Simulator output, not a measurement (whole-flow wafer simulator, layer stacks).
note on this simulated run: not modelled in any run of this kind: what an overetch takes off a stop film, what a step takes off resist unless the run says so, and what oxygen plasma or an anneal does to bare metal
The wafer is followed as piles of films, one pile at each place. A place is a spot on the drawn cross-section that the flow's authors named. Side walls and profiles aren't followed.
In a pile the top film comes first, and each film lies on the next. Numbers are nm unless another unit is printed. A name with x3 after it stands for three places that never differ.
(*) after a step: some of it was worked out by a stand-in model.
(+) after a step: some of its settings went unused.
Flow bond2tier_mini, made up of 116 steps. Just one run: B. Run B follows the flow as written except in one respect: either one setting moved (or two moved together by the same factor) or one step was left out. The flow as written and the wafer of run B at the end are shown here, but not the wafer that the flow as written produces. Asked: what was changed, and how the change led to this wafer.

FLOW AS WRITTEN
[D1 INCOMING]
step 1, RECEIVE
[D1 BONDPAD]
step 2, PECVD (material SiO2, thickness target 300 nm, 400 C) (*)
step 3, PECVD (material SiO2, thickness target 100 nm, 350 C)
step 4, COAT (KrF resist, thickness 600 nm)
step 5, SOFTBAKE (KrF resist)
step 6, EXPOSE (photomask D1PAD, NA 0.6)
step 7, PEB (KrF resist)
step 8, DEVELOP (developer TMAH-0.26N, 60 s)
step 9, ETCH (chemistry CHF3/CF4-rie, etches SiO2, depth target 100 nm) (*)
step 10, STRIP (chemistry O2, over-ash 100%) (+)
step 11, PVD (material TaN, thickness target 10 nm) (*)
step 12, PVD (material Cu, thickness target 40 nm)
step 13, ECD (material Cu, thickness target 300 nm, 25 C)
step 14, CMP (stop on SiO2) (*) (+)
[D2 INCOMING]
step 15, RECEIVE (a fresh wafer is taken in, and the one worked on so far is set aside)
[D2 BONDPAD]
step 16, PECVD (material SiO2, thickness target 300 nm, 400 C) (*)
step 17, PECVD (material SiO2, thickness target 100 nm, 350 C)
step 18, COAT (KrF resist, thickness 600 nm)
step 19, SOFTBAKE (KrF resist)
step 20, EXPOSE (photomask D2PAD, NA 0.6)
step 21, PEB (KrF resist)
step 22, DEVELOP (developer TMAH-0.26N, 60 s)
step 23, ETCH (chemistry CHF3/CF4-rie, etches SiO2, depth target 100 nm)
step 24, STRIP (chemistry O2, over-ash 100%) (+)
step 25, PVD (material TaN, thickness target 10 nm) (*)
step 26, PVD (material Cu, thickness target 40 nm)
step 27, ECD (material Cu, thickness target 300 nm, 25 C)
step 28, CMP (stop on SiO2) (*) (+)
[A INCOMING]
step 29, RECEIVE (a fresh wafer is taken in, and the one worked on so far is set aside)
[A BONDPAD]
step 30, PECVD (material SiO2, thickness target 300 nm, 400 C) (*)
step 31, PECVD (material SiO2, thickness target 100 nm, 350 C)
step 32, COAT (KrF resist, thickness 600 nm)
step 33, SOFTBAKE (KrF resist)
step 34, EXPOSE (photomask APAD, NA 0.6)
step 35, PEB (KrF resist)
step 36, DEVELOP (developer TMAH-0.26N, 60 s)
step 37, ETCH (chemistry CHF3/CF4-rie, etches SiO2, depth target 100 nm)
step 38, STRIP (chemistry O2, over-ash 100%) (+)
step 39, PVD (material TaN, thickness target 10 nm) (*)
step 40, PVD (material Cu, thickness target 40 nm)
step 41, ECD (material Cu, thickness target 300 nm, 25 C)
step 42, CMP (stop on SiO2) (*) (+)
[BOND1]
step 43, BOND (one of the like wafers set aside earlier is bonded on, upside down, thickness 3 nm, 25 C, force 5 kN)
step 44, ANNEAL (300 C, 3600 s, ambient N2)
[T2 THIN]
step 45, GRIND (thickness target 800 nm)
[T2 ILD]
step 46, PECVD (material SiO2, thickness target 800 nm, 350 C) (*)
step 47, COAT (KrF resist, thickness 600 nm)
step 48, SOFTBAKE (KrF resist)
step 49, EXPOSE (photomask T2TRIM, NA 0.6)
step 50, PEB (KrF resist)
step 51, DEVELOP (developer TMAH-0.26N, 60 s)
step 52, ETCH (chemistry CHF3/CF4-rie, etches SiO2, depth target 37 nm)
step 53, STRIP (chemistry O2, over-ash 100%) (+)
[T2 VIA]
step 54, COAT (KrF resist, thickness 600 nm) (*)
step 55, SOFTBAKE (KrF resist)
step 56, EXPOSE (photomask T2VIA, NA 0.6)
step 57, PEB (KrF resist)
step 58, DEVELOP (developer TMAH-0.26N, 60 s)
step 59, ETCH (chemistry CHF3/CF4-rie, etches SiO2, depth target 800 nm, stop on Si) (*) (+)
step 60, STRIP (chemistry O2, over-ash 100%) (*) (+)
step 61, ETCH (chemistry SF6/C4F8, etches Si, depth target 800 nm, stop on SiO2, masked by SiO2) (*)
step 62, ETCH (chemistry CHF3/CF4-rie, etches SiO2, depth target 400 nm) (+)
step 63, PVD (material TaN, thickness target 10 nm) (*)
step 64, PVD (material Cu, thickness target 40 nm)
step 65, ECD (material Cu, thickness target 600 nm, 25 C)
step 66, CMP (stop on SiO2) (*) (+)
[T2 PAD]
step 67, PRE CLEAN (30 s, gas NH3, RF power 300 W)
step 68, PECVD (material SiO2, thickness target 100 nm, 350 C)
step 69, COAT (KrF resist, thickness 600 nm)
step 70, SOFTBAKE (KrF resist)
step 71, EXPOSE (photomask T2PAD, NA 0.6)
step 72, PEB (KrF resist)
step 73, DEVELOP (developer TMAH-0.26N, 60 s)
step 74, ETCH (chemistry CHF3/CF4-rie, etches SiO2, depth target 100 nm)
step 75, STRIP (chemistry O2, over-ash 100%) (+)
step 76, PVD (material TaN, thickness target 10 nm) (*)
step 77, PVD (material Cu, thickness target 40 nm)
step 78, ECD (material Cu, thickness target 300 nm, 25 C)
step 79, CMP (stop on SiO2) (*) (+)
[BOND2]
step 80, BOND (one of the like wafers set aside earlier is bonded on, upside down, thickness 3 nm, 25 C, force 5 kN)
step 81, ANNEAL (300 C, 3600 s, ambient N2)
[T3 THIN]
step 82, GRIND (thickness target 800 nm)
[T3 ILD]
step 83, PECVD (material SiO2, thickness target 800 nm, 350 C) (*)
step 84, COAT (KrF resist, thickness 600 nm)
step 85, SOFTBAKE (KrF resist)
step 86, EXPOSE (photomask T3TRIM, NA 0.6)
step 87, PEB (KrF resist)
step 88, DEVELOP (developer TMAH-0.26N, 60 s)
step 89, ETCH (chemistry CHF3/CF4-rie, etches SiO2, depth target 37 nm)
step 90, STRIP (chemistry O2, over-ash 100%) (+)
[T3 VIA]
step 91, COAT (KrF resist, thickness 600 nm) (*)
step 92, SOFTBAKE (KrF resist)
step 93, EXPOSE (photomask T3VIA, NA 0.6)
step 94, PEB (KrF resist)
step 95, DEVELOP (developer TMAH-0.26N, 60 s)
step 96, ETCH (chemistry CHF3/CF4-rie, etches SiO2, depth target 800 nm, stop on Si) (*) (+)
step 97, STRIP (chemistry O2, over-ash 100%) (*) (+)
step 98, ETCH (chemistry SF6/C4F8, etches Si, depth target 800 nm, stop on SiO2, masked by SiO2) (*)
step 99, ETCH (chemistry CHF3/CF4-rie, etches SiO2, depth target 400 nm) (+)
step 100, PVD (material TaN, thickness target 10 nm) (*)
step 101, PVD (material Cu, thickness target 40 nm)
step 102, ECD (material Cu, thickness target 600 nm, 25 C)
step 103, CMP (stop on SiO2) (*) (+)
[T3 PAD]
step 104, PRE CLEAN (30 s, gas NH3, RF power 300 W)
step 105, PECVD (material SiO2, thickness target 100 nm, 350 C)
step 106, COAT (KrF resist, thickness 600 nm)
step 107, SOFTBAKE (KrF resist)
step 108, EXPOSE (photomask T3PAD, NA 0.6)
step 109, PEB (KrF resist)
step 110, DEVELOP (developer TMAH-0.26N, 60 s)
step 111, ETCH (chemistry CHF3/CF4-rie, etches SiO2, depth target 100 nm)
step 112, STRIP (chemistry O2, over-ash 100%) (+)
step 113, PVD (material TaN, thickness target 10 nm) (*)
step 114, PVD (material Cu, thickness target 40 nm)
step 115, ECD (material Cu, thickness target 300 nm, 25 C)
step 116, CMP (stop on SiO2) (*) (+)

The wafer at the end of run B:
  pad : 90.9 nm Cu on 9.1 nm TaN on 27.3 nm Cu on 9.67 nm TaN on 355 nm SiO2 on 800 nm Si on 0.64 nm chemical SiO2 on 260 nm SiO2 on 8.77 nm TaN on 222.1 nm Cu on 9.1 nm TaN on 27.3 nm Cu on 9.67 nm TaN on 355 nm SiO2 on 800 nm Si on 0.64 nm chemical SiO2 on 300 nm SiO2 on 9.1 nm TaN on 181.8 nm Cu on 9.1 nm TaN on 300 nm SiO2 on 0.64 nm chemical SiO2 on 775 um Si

Cause: step 23, ETCH: depth target 140 nm was run, whereas the flow has depth target 100 nm.

How this came from the change, step by step:
  step 23, ETCH (chemistry CHF3/CF4-rie, etches SiO2, depth target 100 nm)
      pad, via: SiO2 loses 140 (it would be, as written: SiO2 loses 100)
      field: KrF resist loses 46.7 (it would be, as written: KrF resist loses 33.3)
  step 24, STRIP (chemistry O2, over-ash 100%) (+)
      field: KrF resist loses 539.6 (all of it) (it would be, as written: KrF resist loses 552.9 (all of it))
  step 26, PVD (material Cu, thickness target 40 nm)
      pad: Cu gains 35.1 (new film) (it would be, as written: Cu gains 36.4 (new film))
  step 27, ECD (material Cu, thickness target 300 nm, 25 C)
      pad: Cu gains 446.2 (it would be, as written: Cu gains 404.5)
      via: Cu gains 440.4 (it would be, as written: Cu gains 400.2)
  step 80, BOND (one of the like wafers set aside earlier is bonded on, upside down, thickness 3 nm, 25 C, force 5 kN)
      pad: Si gains 775 um (new film), chemical SiO2 gains 0.64 (new film), SiO2 gains 260 (new film), TaN gains 8.77 (new film), Cu gains 131.2 (it would be, as written: Si gains 775 um (new film), chemical SiO2 gains 0.64 (new film), SiO2 gains 300 (new film), TaN gains 9.1 (new film), Cu gains 90.9)
